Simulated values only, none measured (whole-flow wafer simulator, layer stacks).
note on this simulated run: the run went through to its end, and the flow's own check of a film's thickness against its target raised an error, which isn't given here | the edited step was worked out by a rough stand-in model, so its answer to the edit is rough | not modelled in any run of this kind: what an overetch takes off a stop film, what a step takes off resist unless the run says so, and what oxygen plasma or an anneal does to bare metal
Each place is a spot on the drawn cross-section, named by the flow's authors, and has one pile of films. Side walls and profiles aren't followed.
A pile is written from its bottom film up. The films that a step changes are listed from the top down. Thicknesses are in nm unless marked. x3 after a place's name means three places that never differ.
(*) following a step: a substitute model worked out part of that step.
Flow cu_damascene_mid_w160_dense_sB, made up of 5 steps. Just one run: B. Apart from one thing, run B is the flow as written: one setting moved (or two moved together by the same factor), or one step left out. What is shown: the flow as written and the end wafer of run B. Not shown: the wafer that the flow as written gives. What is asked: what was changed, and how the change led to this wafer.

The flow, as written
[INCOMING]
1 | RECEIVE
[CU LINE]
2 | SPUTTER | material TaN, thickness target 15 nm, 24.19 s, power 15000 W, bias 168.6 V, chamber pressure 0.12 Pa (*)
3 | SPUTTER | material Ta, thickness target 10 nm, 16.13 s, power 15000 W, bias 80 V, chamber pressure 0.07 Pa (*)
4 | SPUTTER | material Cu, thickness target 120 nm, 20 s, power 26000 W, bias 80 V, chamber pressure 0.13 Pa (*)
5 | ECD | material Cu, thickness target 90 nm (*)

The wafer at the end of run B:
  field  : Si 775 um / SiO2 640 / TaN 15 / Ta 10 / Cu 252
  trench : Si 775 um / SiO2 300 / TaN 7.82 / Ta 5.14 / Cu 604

What caused this: step 4, SPUTTER: thickness target 162 nm was run, while the flow as written has thickness target 120 nm; step 4, SPUTTER: 27 s was run, where the flow has 20 s.

Step by step, how the change led to this:
  4 | SPUTTER | material Cu, thickness target 120 nm, 20 s, power 26000 W, bias 80 V, chamber pressure 0.13 Pa (*)
      field: Cu gains 162 (new film) (it would be, as written: Cu gains 120 (new film))
      trench: Cu gains 83.7 (new film) (it would be, as written: Cu gains 62 (new film))
  5 | ECD | material Cu, thickness target 90 nm (*)
      trench: Cu gains 520.3 (it would be, as written: Cu gains 500)
